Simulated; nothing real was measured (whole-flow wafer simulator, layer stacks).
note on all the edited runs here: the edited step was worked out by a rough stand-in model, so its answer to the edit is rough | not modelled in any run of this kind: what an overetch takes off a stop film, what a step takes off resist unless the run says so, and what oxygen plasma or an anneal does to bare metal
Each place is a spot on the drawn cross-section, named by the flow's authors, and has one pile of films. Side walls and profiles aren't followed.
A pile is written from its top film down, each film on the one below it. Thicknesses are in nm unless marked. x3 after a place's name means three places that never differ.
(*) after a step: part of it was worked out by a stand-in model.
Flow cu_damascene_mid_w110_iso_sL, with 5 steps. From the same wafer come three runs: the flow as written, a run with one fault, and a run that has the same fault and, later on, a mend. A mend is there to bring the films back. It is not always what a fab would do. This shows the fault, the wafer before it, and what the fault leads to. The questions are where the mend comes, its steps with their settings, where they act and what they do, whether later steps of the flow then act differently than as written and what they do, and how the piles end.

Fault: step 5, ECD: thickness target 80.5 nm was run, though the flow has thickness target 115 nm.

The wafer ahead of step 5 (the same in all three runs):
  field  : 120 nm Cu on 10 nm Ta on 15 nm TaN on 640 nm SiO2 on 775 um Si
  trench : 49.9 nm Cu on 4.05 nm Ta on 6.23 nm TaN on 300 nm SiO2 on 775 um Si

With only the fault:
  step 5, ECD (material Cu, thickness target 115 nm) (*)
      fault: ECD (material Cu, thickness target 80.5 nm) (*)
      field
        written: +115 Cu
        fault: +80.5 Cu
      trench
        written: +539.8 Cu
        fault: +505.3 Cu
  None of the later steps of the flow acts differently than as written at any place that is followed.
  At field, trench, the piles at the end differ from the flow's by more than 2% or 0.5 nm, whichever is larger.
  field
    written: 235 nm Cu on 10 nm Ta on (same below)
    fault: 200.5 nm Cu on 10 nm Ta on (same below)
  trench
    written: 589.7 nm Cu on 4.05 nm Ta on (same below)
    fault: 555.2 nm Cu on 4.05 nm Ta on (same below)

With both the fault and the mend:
  After step 5 comes the mend.
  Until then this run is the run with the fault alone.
  step 5a, ECD (material Cu, thickness target 34.5 nm) (the flow's step 5 again, with other settings)
      field, trench
        +34.5 Cu
  None of the later steps of the flow acts differently than as written at any place that is followed.
  At every place that both follow, the piles at the end match the flow's.
